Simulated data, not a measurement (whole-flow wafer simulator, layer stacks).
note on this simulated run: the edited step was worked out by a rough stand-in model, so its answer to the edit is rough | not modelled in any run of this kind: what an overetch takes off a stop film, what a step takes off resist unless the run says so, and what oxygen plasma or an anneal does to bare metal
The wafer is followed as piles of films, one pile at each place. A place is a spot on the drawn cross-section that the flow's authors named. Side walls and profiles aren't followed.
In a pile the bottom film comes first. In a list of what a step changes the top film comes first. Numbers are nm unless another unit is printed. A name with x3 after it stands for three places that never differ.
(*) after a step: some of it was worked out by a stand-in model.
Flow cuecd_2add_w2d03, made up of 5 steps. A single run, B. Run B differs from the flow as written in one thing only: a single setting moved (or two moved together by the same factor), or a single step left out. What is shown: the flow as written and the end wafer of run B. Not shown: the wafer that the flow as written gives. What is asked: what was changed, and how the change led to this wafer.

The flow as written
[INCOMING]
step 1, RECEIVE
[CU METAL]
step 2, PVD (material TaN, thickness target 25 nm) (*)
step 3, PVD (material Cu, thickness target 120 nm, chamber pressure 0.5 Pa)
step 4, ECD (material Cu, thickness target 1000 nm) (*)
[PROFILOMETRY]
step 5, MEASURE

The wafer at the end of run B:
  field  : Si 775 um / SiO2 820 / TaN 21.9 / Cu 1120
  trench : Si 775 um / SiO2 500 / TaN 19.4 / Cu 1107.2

What caused this: step 2, PVD: thickness target 21.9 nm was run, whereas the flow has thickness target 25 nm.
The wafer lets one read it off: field has TaN 21.9, and step 2 as written asks for 25 nm.

The path from the change to this, step by step:
  step 2, PVD (material TaN, thickness target 25 nm) (*)
      field: TaN gains 21.9 (new film) (as written it would have been: TaN gains 25 (new film))
      trench: TaN gains 19.4 (new film) (as written it would have been: TaN gains 22.1 (new film))
